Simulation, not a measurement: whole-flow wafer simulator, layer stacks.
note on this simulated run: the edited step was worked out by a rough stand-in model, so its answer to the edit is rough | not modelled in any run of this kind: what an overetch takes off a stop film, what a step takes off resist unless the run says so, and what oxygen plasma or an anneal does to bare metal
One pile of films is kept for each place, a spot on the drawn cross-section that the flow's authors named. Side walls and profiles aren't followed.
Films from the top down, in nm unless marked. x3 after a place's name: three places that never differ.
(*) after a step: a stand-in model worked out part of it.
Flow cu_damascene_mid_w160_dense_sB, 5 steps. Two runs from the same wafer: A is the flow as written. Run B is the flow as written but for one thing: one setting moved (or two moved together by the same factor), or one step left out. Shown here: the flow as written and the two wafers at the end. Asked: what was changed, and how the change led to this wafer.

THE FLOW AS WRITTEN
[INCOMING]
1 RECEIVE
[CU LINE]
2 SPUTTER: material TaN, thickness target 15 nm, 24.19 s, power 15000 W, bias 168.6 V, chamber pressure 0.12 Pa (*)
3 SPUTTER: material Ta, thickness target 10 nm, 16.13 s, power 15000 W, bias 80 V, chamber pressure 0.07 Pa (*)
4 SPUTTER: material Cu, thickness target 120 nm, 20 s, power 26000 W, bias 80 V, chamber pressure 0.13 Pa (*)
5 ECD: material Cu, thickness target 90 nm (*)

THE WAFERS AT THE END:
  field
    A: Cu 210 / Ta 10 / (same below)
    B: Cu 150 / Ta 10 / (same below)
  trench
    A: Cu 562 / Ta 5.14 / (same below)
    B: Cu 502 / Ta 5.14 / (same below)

The cause: step 4, SPUTTER: thickness target 60 nm was run, where the flow has thickness target 120 nm; step 4, SPUTTER: 10 s was run, where the flow has 20 s.

How the change led to this, step by step:
  4 SPUTTER: material Cu, thickness target 120 nm, 20 s, power 26000 W, bias 80 V, chamber pressure 0.13 Pa (*)
      field: A Cu +120 (new film) | B Cu +60 (new film)
      trench: A Cu +62 (new film) | B Cu +31 (new film)
  5 ECD: material Cu, thickness target 90 nm (*)
      trench: A Cu +500 | B Cu +471
